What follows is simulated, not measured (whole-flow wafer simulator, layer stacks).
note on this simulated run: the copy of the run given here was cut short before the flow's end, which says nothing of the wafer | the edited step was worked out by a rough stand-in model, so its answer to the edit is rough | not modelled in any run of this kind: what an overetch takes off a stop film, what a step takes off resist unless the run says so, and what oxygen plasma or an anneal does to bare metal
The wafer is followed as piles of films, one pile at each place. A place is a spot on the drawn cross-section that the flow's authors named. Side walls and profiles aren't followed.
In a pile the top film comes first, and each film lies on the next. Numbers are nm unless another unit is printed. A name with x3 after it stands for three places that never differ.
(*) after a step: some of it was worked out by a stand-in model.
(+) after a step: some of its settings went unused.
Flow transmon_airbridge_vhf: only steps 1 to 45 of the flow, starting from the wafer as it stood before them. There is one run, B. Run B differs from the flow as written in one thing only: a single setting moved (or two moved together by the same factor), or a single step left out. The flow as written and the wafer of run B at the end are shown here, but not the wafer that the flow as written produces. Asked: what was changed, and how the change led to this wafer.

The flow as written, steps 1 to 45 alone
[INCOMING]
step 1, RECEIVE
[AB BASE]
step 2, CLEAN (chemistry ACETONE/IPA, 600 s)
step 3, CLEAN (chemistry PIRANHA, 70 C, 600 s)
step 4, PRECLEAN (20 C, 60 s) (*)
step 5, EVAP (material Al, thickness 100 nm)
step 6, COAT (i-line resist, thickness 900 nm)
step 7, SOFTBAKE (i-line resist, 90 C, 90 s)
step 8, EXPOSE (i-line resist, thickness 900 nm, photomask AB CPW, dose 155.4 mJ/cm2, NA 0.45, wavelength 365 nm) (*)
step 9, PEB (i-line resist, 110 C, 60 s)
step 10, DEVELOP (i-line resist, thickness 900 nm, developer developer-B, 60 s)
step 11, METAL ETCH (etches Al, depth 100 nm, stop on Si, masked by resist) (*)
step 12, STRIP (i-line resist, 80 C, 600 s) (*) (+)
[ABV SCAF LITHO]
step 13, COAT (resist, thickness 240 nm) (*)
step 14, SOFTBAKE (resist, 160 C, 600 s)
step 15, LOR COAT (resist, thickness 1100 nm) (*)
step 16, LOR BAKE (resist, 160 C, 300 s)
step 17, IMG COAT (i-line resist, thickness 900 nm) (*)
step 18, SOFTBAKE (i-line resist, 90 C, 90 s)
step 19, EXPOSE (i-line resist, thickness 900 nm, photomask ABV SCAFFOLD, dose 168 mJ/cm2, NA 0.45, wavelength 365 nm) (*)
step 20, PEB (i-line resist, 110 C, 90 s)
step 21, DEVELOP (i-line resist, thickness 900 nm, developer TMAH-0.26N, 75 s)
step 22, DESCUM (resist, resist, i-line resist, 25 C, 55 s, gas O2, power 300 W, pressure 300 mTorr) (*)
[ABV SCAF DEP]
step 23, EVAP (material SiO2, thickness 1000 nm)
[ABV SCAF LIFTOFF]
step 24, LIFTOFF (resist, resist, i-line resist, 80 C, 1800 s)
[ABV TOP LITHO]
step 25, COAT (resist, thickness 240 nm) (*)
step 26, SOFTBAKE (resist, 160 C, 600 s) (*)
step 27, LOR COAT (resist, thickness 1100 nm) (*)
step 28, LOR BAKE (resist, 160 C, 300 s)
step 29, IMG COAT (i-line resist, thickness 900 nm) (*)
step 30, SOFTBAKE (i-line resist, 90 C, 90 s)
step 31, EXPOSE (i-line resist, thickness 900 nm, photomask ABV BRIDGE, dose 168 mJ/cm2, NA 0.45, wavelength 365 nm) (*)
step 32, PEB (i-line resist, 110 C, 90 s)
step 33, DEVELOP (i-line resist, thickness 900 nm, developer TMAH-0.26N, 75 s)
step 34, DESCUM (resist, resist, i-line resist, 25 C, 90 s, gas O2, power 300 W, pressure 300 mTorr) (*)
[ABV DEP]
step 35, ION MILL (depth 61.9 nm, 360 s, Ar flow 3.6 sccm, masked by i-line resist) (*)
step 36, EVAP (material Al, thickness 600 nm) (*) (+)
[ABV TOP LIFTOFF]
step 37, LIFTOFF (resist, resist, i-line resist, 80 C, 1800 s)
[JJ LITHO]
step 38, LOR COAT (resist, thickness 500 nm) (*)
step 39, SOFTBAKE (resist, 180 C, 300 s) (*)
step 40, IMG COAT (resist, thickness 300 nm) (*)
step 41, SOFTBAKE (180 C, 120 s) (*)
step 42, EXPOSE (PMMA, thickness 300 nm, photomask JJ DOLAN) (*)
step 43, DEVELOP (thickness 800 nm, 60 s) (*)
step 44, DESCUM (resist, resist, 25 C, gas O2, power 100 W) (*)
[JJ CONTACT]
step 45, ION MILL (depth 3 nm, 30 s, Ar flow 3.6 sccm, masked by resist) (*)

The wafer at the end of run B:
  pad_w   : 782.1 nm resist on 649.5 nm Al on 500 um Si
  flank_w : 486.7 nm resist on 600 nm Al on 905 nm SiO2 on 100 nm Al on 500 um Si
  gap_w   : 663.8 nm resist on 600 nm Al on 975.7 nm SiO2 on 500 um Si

Cause: step 35, ION MILL: depth 41.8 nm was run, though the flow has depth 61.9 nm; step 35, ION MILL: 243 s was run, where the flow has 360 s.

How this came from the change, step by step:
  step 35, ION MILL (depth 61.9 nm, 360 s, Ar flow 3.6 sccm, masked by i-line resist) (*)
      field x3, jj_line, ground_far, trace_open_s x2, margin_s, margin_n: i-line resist loses 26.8 (in the flow as written it would be: i-line resist loses 39.7)
      flank_w, gap_w, cpw_trace, gap_e, flank_e, bridge_strip: SiO2 loses 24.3 (in the flow as written it would be: SiO2 loses 36)
      (as well as at 2 more places)
  step 37, LIFTOFF (resist, resist, i-line resist, 80 C, 1800 s)
      field x3, jj_line, trace_open_s x2: Al loses 600 (all of it), i-line resist loses 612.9 (all of it), resist loses 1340 (all of it) (in the flow as written it would be: Al loses 600 (all of it), i-line resist loses 600 (all of it), resist loses 1340 (all of it))
      margin_s, margin_n: Al loses 600 (all of it), i-line resist loses 331.2 (all of it), resist loses 992 (all of it) (in the flow as written it would be: Al loses 600 (all of it), i-line resist loses 318.3 (all of it), resist loses 992 (all of it))
